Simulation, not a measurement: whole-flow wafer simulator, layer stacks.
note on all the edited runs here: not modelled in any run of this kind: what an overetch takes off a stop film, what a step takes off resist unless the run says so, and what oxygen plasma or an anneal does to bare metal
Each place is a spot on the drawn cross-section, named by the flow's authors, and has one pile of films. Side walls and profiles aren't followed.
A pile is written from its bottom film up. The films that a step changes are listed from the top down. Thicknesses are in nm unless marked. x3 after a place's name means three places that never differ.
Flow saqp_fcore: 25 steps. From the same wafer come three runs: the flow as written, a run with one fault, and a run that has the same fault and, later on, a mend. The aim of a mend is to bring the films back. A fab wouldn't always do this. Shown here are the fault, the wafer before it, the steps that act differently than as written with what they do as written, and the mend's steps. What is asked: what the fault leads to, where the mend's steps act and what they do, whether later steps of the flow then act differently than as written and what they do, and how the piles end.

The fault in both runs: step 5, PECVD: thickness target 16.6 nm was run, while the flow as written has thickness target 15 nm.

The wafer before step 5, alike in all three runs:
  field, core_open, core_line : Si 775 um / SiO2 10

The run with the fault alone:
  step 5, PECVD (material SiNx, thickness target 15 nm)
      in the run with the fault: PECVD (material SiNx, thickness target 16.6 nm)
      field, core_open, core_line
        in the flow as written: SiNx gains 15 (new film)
        in the run with the fault: SiNx gains 16.6 (new film)
  Every later step of the flow that is run acts as written at every place that is followed.
  By the end, the piles at field, core_open, core_line depart from the flow's by more than 2% or 0.5 nm, whichever is larger.
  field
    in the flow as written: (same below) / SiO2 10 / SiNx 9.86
    in the run with the fault: (same below) / SiO2 10 / SiNx 11.5
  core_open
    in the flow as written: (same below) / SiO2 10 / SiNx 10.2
    in the run with the fault: (same below) / SiO2 10 / SiNx 11.8
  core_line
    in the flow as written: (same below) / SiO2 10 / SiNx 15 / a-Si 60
    in the run with the fault: (same below) / SiO2 10 / SiNx 16.6 / a-Si 60

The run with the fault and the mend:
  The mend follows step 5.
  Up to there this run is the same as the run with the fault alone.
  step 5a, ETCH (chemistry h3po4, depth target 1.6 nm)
      field, core_open, core_line
        SiNx loses 1.6
  Every later step of the flow that is run acts as written at every place that is followed.
  The piles end the same as the flow's at every place that both follow.
